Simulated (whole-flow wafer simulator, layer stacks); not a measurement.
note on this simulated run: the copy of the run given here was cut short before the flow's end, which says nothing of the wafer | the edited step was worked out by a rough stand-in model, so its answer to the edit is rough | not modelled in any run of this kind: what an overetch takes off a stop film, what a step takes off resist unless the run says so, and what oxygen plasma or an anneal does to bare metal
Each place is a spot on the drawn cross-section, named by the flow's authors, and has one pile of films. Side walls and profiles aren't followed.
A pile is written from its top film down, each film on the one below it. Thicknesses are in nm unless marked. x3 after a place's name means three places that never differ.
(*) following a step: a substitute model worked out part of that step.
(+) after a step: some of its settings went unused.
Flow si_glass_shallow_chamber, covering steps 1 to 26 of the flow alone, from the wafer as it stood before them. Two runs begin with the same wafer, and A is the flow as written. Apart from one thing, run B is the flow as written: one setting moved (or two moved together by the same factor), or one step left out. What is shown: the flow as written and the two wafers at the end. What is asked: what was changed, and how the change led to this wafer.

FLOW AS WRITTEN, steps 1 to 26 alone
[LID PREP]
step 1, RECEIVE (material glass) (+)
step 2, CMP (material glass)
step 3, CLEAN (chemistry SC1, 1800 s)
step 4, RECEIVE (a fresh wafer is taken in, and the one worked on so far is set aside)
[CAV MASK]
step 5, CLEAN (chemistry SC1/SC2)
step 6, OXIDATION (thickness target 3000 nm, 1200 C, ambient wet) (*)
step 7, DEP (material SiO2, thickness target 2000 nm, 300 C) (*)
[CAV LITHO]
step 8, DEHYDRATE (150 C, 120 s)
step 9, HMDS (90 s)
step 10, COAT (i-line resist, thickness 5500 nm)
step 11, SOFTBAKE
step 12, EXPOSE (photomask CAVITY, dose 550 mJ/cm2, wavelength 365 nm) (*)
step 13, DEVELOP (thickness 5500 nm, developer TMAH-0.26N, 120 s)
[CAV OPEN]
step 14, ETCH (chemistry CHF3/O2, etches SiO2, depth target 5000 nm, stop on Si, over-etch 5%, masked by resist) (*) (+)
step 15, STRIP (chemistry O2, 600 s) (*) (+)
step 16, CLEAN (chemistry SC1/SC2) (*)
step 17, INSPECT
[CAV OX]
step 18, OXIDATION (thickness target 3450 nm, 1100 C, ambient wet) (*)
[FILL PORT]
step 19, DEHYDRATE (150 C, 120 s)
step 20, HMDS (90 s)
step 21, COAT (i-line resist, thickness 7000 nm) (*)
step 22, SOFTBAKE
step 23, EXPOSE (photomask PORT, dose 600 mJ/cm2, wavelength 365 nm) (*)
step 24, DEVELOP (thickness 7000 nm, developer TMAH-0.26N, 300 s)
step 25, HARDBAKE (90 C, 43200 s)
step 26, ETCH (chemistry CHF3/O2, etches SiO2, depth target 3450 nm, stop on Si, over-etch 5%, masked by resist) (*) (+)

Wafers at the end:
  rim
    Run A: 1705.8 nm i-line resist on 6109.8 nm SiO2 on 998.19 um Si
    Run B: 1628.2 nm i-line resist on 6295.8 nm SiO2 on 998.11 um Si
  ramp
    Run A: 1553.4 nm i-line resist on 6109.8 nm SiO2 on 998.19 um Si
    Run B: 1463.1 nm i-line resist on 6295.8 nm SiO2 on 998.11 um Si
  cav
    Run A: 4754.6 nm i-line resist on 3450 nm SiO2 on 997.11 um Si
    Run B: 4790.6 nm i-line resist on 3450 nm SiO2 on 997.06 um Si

The reason: step 6, OXIDATION: thickness target 3225 nm was run, though the flow has thickness target 3000 nm.

The path from the change to this, step by step:
  step 6, OXIDATION (thickness target 3000 nm, 1200 C, ambient wet) (*)
      rim, ramp, cav, port, septum, ring: A SiO2 gains 3000 (new film), chemical SiO2 loses 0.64 (all of it), Si loses 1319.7 | B SiO2 gains 3225 (new film), chemical SiO2 loses 0.64 (all of it), Si loses 1418.7
  step 14, ETCH (chemistry CHF3/O2, etches SiO2, depth target 5000 nm, stop on Si, over-etch 5%, masked by resist) (*) (+)
      cav, port: A SiO2 loses 5000 (all of it), Si loses 50 | B SiO2 loses 5225 (all of it), Si loses 5
  step 18, OXIDATION (thickness target 3450 nm, 1100 C, ambient wet) (*)
      rim, ramp, septum, ring: A SiO2 gains 1109.8, Si loses 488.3 | B SiO2 gains 1070.8, Si loses 471.2
  step 22, SOFTBAKE
      rim: A i-line resist loses 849 | B i-line resist loses 875.1
      ramp: A i-line resist loses 434.5 | B i-line resist loses 453
      (as well as at 3 more places)
  step 25, HARDBAKE (90 C, 43200 s)
      rim: A i-line resist loses 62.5 | B i-line resist loses 59.7
      ramp: A i-line resist loses 57.1 | B i-line resist loses 54
